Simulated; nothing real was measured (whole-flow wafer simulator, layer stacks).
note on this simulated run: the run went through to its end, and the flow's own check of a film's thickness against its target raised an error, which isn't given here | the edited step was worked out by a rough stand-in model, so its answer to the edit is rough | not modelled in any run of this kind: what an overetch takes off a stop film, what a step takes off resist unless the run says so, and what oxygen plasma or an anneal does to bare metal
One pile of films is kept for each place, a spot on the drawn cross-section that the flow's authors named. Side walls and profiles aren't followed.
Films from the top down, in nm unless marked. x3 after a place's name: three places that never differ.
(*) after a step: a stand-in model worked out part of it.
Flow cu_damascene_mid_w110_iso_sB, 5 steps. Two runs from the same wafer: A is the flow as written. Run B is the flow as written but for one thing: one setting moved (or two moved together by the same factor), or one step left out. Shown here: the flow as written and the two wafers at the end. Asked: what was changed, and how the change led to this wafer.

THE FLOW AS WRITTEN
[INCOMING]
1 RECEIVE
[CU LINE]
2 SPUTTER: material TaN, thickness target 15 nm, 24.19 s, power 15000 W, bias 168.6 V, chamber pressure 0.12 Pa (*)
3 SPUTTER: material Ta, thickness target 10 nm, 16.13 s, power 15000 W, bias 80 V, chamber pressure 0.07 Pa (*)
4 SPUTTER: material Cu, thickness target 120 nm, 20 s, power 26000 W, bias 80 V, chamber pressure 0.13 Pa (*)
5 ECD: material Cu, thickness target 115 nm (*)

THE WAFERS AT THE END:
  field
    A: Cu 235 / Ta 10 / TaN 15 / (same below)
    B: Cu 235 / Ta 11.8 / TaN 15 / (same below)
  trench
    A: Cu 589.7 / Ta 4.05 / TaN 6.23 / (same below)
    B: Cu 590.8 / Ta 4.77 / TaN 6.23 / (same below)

The cause: step 3, SPUTTER: thickness target 11.8 nm was run, where the flow has thickness target 10 nm; step 3, SPUTTER: 18.95 s was run, where the flow has 16.13 s.
It can be read off the wafer: field has Ta 11.8, and step 3 as written asks for 10 nm.

How the change led to this, step by step:
  3 SPUTTER: material Ta, thickness target 10 nm, 16.13 s, power 15000 W, bias 80 V, chamber pressure 0.07 Pa (*)
      field: A Ta +10 (new film) | B Ta +11.8 (new film)
      trench: A Ta +4.05 (new film) | B Ta +4.77 (new film)
